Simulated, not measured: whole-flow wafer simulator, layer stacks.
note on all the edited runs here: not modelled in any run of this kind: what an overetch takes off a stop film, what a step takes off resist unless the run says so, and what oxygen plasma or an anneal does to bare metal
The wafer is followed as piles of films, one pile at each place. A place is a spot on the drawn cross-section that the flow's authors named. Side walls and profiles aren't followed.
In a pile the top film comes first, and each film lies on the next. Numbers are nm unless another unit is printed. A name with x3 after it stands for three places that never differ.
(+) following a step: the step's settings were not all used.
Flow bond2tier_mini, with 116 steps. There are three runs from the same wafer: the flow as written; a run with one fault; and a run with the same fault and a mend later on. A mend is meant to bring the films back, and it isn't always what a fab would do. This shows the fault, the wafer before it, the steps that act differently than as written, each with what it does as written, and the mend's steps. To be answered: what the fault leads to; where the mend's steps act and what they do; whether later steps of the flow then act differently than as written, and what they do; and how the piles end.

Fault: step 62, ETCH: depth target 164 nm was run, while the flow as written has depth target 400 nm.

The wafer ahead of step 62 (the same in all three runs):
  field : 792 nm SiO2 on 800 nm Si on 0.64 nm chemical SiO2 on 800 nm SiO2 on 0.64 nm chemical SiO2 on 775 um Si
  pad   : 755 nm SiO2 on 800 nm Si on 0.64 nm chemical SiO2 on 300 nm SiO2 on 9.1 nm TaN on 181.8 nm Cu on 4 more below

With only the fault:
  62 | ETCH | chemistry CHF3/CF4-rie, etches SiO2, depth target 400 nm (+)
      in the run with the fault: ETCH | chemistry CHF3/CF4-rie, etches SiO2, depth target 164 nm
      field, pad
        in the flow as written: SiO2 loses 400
        in the run with the fault: SiO2 loses 164
  Every later step of the flow that is run acts as written at every place that is followed.
  By the end, the piles at field, pad depart from the flow's by more than 2% or 0.5 nm, whichever is larger.
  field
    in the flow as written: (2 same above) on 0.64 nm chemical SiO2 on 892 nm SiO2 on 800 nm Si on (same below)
    in the run with the fault: (2 same above) on 0.64 nm chemical SiO2 on 1128 nm SiO2 on 800 nm Si on (same below)
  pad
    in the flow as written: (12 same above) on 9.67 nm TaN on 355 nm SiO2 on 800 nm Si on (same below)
    in the run with the fault: (12 same above) on 9.67 nm TaN on 591 nm SiO2 on 800 nm Si on (same below)

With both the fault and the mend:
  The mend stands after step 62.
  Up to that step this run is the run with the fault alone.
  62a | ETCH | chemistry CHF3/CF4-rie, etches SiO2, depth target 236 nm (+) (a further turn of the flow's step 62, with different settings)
      field, pad
        SiO2 loses 236
  Every later step of the flow that is run acts as written at every place that is followed.
  By the end, the piles equal the flow's at every place that both follow.
